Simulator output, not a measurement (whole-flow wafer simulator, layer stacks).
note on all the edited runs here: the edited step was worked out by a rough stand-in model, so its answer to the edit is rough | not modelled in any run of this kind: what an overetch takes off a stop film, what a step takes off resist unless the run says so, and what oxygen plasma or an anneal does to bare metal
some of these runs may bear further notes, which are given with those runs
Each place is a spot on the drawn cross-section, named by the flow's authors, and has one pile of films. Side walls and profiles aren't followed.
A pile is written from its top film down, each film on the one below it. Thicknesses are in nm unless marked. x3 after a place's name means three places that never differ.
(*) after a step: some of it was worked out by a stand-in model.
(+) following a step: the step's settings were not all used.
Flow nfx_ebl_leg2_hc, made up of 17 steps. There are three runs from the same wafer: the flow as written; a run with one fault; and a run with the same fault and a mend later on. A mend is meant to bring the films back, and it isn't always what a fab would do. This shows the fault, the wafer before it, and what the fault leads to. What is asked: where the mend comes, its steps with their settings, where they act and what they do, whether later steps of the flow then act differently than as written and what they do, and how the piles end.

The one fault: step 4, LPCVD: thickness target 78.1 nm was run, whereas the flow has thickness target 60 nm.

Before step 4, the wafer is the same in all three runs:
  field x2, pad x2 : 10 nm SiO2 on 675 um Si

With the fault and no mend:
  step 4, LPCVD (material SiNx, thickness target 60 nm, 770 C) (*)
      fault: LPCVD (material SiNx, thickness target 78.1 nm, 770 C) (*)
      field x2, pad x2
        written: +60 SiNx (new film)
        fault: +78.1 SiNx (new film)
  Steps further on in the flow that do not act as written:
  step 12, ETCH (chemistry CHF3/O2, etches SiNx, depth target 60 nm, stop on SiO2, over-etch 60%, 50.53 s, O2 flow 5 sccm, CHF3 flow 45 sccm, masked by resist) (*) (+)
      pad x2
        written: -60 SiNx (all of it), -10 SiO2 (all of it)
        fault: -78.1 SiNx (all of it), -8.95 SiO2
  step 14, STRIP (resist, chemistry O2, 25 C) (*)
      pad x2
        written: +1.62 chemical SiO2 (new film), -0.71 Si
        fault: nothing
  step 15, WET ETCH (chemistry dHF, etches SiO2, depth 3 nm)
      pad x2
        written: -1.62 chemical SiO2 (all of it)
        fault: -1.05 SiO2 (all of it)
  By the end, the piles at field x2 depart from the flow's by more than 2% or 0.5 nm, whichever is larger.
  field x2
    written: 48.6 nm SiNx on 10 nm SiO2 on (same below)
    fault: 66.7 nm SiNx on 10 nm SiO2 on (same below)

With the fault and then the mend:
  The mend follows step 5.
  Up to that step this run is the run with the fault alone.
  step 5a, ETCH (chemistry h3po4, depth target 89.81 nm)
      field x2, pad x2
        -78.1 SiNx (all of it)
  step 5b, CLEAN (chemistry SC1/SC2) (a further turn of the flow's step 2)
      alters no film at any place that is followed
  step 5c, LPCVD (material SiNx, thickness target 60 nm, 770 C) (*) (a further turn of the flow's step 4)
      field x2, pad x2
        +60 SiNx (new film)
  Every later step of the flow that is run acts as written at every place that is followed.
  The piles end the same as the flow's at every place that both follow.
